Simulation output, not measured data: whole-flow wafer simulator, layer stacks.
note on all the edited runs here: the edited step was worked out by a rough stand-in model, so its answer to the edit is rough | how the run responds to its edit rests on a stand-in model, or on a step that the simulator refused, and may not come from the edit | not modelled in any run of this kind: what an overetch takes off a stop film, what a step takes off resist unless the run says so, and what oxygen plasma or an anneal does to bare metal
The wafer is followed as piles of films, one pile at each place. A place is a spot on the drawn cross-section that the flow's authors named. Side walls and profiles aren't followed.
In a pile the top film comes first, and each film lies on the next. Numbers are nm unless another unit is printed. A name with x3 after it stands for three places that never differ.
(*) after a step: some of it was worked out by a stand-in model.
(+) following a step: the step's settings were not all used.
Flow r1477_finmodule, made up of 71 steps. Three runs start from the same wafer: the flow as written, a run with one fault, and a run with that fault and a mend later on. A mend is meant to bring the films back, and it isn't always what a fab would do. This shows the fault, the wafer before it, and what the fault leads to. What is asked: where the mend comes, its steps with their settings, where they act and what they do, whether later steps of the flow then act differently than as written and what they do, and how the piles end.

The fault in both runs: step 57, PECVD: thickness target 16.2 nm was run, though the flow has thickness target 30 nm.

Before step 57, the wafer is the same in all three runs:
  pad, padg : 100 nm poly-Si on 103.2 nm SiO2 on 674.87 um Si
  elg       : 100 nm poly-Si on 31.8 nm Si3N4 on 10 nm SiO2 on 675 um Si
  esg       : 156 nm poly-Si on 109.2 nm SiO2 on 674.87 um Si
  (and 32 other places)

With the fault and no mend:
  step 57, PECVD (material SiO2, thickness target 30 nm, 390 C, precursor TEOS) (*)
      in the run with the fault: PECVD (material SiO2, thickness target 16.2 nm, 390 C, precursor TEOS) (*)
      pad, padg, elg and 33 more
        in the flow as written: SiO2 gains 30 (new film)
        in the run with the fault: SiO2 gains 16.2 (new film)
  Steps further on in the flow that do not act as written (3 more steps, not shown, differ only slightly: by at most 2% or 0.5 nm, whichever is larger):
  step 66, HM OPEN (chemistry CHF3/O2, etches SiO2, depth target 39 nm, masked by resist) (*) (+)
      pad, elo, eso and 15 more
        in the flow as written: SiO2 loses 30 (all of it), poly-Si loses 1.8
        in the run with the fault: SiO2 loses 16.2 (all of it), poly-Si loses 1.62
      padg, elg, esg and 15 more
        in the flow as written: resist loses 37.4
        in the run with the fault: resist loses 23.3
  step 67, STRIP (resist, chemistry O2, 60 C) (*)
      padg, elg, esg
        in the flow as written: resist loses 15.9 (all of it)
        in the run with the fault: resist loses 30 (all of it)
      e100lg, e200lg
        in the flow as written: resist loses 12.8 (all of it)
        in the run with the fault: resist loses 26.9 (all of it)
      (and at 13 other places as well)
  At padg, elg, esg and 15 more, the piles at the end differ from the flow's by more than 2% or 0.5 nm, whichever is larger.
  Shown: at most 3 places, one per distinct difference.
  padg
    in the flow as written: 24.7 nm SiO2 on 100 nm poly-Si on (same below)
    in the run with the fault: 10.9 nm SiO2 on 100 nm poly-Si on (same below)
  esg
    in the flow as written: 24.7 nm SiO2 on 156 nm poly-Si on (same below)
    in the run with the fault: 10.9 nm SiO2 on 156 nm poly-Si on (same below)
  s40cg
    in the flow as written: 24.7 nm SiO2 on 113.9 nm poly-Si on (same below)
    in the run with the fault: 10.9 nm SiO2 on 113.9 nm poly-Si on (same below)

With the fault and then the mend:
  The mend follows step 64.
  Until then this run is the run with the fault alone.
  step 64a, STRIP (resist, chemistry O2, 60 C)
      padg, elg, esg
        resist loses 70 (all of it)
      e40lg, e100lg, e200lg
        resist loses 66.9 (all of it)
      s40sg, s45sg
        resist loses 91 (all of it)
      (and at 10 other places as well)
  step 64b, PECVD (material SiO2, thickness target 13.8 nm, 390 C, precursor TEOS) (*) (a further turn of the flow's step 57, with different settings)
      pad, padg, elg and 33 more
        SiO2 gains 13.8
  step 64c, COAT (resist, thickness 70 nm) (*) (a further turn of the flow's step 60)
      e40lg, e100lg, e200lg, elo, e40lo, e100lo, e200lo
        resist gains 66.9 (new film)
      pad, padg, elg, esg
        resist gains 70 (new film)
      s40sg, s45sg, s40so, s45so
        resist gains 91 (new film)
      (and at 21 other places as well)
  step 64d, SOFTBAKE (180 C, 180 s) (*) (a further turn of the flow's step 61)
      does not change any film at any place that is followed
  step 64e, EXPOSE (resist, photomask GATE) (a further turn of the flow's step 62)
      does not change any film at any place that is followed
  step 64f, DEVELOP (*) (a further turn of the flow's step 63)
      elo, e40lo, e100lo, e200lo
        resist loses 66.9 (all of it)
      eso, e40so
        resist loses 129.5 (all of it)
      s40so, s45so
        resist loses 91 (all of it)
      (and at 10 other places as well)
  Every later step of the flow that is run acts as written at every place that is followed.
  At every place that both follow, the piles at the end match the flow's.
